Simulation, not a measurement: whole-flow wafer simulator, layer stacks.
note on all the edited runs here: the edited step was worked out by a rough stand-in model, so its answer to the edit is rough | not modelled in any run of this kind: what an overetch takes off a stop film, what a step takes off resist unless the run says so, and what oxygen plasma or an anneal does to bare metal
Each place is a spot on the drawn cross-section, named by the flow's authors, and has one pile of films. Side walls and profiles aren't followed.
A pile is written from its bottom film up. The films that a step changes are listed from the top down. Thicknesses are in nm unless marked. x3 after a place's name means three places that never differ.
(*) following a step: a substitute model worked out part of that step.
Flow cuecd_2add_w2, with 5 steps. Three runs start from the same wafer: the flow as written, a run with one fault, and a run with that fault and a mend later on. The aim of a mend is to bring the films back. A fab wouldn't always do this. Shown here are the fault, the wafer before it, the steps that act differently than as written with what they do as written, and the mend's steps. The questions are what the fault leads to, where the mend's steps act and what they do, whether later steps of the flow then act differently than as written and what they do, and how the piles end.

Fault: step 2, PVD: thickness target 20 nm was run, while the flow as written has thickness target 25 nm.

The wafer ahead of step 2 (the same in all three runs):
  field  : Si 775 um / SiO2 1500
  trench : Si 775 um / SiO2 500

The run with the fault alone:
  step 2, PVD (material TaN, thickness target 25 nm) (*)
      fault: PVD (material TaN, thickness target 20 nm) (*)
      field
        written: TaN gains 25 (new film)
        fault: TaN gains 20 (new film)
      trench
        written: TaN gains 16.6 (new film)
        fault: TaN gains 13.3 (new film)
  None of the later steps of the flow differs from how it acts as written, at any place that is followed, by more than 2% or 0.5 nm, whichever is larger.
  By the end, the piles at field, trench depart from the flow's by more than 2% or 0.5 nm, whichever is larger.
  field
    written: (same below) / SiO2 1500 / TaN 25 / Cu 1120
    fault: (same below) / SiO2 1500 / TaN 20 / Cu 1120
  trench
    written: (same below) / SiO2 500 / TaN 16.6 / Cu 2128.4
    fault: (same below) / SiO2 500 / TaN 13.3 / Cu 2126.7

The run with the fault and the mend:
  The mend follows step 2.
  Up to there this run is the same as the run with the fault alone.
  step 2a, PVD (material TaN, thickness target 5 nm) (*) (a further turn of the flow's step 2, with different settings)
      field
        TaN gains 5
      trench
        TaN gains 3.3
  None of the later steps of the flow acts differently than as written at any place that is followed.
  The piles end the same as the flow's at every place that both follow.
